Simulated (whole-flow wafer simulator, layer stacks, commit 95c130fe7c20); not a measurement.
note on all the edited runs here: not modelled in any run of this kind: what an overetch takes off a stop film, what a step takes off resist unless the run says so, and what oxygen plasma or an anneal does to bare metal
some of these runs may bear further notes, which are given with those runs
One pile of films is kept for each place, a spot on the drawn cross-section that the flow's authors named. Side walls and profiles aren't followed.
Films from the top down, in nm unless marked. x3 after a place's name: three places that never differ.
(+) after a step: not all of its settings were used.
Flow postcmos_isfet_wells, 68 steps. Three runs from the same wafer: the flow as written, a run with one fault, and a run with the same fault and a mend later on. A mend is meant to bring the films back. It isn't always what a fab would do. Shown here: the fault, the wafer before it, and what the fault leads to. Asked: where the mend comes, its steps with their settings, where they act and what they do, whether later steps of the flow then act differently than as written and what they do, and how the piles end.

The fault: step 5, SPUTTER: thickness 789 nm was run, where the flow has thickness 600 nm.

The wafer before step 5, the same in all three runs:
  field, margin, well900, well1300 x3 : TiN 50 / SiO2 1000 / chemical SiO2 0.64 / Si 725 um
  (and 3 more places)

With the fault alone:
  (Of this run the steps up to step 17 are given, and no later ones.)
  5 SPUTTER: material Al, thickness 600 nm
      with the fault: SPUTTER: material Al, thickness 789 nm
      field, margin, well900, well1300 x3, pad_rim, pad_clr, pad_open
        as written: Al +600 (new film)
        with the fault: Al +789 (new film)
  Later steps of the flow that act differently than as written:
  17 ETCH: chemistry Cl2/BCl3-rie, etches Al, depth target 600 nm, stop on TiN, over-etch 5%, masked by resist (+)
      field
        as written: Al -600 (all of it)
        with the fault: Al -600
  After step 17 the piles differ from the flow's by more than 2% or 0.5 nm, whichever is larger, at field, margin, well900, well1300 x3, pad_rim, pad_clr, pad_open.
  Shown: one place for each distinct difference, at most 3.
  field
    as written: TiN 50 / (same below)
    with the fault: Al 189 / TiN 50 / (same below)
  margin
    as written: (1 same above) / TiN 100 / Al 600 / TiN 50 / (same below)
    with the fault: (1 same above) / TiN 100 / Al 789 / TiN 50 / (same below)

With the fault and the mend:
  The mend comes after step 5.
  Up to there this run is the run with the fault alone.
  5a ETCH: chemistry al pan, depth target 189 nm
      field, margin, well900, well1300 x3, pad_rim, pad_clr, pad_open
        Al -189
  No later step of the flow acts differently than as written at any place that is followed.
  At the end the piles are the same as the flow's at every place that both follow.
